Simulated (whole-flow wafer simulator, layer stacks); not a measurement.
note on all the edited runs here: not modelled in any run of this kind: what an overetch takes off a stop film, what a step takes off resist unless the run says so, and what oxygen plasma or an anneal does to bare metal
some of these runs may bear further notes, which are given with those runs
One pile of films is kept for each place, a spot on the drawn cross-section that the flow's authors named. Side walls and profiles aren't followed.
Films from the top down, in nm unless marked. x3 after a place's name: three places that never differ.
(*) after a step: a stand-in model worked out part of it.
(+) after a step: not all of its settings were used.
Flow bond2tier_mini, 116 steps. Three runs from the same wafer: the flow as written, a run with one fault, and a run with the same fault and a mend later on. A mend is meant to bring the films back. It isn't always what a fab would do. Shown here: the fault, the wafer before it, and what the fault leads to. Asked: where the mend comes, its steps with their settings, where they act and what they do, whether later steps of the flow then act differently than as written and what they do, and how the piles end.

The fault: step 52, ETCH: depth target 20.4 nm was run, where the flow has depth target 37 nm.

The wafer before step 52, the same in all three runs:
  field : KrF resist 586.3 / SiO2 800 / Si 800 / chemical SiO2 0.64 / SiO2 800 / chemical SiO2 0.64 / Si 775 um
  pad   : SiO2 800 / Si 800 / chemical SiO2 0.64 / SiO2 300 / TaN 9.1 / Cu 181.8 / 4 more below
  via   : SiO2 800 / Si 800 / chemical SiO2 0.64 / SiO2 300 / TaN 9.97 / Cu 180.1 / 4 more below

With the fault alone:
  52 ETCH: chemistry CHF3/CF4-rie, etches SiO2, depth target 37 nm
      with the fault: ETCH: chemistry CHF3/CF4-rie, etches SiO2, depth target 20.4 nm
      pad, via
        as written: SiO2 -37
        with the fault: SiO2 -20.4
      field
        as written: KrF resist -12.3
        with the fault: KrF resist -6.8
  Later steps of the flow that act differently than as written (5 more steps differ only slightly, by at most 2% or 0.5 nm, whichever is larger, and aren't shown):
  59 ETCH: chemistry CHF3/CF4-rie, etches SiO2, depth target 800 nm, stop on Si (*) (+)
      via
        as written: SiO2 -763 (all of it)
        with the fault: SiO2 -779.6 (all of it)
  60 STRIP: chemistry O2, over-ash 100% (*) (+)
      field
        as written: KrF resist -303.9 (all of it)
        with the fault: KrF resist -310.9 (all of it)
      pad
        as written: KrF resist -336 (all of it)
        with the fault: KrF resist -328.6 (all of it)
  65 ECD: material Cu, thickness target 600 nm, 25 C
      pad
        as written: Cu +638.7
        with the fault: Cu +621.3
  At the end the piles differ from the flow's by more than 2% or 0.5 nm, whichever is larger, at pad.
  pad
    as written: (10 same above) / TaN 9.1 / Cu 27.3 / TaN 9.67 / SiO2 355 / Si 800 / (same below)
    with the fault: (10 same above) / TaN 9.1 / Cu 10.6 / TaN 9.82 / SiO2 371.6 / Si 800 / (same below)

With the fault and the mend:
  The mend comes after step 53.
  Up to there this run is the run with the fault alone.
  53a COAT: KrF resist, thickness 600 nm (*) (the flow's step 47 once more)
      field
        KrF resist +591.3 (new film)
      pad
        KrF resist +609 (new film)
      via
        KrF resist +607.9 (new film)
  53b SOFTBAKE: KrF resist (the flow's step 48 once more)
      changes no film at any place that is followed
  53c EXPOSE: photomask T2TRIM, NA 0.6 (the flow's step 49 once more)
      changes no film at any place that is followed
  53d PEB: KrF resist (the flow's step 50 once more)
      changes no film at any place that is followed
  53e DEVELOP: developer TMAH-0.26N, 60 s (the flow's step 51 once more)
      field
        KrF resist -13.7
      pad
        KrF resist -609 (all of it)
      via
        KrF resist -607.9 (all of it)
  53f ETCH: chemistry CHF3/CF4-rie, etches SiO2, depth target 16.6 nm (the flow's step 52 once more, with other settings)
      pad, via
        SiO2 -16.6
      field
        KrF resist -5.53
  53g STRIP: chemistry O2, over-ash 100% (+) (the flow's step 53 once more)
      field
        KrF resist -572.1 (all of it)
  No later step of the flow acts differently than as written at any place that is followed.
  At the end the piles are the same as the flow's at every place that both follow.
